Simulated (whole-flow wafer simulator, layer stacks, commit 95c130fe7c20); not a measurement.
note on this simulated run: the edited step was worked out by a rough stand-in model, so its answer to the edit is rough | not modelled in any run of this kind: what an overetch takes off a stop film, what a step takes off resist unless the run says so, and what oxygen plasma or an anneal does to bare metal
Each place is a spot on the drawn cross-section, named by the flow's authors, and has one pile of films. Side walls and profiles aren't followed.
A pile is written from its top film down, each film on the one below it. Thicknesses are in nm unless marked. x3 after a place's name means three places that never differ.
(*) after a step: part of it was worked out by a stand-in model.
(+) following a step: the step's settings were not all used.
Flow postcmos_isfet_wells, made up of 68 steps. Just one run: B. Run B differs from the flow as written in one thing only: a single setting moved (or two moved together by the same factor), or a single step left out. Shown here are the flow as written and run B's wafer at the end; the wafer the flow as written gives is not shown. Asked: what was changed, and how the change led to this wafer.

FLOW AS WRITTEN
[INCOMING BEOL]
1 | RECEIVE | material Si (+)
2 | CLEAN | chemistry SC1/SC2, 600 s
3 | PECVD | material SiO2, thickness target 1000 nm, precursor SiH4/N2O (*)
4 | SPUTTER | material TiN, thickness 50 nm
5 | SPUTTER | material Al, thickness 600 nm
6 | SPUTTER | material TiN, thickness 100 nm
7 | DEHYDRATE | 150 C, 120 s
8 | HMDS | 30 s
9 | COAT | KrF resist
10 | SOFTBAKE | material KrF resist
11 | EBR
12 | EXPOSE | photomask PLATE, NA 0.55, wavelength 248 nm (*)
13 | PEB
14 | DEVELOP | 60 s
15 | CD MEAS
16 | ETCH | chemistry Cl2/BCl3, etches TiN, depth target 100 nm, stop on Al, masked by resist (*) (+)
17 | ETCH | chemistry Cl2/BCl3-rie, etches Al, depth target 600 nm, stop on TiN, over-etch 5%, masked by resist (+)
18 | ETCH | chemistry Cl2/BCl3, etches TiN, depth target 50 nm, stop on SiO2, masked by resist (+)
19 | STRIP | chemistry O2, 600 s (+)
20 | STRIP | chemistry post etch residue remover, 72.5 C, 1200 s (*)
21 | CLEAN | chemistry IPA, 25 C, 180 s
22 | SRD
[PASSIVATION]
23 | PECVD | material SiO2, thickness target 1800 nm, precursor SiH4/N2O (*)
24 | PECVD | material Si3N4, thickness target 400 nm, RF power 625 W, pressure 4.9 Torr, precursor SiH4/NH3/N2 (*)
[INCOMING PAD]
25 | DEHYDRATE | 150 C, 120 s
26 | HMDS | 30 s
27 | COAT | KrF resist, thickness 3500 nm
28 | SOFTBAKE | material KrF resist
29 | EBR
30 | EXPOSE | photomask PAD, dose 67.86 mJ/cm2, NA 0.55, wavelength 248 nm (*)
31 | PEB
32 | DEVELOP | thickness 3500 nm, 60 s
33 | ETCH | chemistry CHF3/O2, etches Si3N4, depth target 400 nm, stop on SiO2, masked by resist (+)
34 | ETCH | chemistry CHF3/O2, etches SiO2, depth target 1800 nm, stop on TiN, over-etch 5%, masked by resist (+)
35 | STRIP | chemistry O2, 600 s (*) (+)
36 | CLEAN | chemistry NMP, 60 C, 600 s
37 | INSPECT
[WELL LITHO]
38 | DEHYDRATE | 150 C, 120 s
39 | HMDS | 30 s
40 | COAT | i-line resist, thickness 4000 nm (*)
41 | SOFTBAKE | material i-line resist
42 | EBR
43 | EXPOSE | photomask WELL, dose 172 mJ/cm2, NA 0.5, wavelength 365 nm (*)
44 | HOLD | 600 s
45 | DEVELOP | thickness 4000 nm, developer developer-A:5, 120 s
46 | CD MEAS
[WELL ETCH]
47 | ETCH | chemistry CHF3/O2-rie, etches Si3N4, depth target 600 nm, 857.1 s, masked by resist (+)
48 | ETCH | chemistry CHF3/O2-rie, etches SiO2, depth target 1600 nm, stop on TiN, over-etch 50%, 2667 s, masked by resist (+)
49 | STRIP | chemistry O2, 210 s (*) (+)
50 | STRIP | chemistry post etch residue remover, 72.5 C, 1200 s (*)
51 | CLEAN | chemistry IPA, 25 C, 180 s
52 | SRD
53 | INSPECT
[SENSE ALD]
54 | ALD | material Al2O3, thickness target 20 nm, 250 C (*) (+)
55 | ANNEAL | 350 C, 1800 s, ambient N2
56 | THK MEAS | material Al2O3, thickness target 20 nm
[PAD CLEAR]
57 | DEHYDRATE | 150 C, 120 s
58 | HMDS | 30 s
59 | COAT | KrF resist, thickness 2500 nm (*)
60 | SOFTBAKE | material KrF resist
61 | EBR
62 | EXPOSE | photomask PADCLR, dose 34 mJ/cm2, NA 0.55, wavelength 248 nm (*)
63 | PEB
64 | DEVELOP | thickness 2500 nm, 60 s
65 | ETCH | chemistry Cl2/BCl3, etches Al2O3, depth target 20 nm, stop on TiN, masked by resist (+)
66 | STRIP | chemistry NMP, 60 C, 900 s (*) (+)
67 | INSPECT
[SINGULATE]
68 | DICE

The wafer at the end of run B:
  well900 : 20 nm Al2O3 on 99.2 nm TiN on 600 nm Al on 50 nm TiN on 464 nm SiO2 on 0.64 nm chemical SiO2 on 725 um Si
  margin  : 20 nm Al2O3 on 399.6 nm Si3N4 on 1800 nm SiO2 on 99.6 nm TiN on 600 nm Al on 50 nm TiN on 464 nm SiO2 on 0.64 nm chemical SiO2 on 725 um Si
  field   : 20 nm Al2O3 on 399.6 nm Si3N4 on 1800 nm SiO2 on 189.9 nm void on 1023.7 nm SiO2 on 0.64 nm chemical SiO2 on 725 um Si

What caused this: step 3, PECVD: thickness target 464 nm was run, whereas the flow has thickness target 1000 nm.
The wafer lets one read it off: well900 has SiO2 464, and step 3 as written asks for 1000 nm.

How this came from the change, step by step:
  3 | PECVD | material SiO2, thickness target 1000 nm, precursor SiH4/N2O (*)
      field, margin, well900, well1300 x3, pad_rim, pad_clr, pad_open: +464 SiO2 (new film) (it would be, as written: +1000 SiO2 (new film))
